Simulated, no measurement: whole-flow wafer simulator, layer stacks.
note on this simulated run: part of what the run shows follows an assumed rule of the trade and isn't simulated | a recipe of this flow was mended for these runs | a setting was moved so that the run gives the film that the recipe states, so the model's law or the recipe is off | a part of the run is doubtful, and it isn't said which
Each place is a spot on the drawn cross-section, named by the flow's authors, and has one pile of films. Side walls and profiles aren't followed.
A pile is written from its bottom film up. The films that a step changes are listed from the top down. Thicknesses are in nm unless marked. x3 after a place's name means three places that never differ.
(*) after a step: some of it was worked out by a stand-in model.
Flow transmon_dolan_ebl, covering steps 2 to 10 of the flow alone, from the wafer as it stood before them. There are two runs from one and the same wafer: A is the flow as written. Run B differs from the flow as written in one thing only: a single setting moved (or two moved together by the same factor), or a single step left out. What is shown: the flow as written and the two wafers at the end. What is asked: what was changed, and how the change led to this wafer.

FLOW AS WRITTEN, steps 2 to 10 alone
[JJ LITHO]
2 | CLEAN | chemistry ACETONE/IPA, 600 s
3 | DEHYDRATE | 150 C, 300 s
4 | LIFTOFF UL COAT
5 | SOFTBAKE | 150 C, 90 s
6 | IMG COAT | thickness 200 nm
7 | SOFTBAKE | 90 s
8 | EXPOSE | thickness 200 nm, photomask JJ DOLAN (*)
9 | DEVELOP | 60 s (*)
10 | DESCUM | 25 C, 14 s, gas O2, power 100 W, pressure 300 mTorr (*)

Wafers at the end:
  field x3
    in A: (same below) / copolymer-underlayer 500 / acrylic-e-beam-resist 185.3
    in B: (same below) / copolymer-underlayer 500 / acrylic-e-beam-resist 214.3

Cause: step 6, IMG COAT: thickness 229 nm was run, though the flow has thickness 200 nm; step 8, EXPOSE: thickness 229 nm was run, where the flow has thickness 200 nm.

Step by step, how the change led to this:
  6 | IMG COAT | thickness 200 nm
      field x3, jj_line: A acrylic-e-beam-resist gains 200 (new film) | B acrylic-e-beam-resist gains 229 (new film)
  9 | DEVELOP | 60 s (*)
      jj_line: A acrylic-e-beam-resist loses 200 (all of it), copolymer-underlayer loses 500 (all of it) | B acrylic-e-beam-resist loses 229 (all of it), copolymer-underlayer loses 500 (all of it)
